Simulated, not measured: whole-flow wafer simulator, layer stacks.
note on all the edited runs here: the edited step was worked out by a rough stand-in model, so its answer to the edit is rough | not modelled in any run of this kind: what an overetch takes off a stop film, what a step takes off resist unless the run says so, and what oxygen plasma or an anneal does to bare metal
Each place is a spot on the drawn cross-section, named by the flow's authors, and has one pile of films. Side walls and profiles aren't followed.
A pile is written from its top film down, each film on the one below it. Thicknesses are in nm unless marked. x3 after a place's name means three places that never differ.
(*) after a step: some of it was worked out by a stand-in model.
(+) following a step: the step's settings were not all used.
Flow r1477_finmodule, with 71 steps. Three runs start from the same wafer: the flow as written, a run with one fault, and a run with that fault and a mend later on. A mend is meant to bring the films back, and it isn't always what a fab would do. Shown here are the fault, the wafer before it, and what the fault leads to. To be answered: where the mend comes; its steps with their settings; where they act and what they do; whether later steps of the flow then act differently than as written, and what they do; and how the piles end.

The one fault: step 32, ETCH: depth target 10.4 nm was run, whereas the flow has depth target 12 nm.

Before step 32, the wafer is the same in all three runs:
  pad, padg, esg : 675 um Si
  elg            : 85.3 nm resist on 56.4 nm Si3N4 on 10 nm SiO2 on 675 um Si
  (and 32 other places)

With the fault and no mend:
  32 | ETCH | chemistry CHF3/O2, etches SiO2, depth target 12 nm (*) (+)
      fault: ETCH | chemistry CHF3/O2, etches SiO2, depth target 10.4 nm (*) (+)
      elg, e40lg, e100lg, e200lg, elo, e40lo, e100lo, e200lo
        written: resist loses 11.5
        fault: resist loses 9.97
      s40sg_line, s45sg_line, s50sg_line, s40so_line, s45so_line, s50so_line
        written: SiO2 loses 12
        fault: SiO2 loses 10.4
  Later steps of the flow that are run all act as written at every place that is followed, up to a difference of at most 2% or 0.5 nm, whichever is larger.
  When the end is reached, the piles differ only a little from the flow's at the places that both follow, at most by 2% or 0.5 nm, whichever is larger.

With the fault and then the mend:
  After step 32 comes the mend.
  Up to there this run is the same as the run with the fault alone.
  32a | ETCH | chemistry CHF3/O2, etches SiO2, depth target 1.6 nm (*) (the flow's step 32 again, with other settings)
      pad, padg, e40sg and 11 more
        Si loses 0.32
      elg, e40lg, e100lg, e200lg, elo, e40lo, e100lo, e200lo
        resist loses 1.53
      s40cg, s45cg, s50cg, s40co, s45co, s50co
        Si loses 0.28
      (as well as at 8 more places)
  Later steps of the flow that are run all act as written at every place that is followed, up to a difference of at most 2% or 0.5 nm, whichever is larger.
  When the end is reached, the piles differ only a little from the flow's at the places that both follow, at most by 2% or 0.5 nm, whichever is larger.
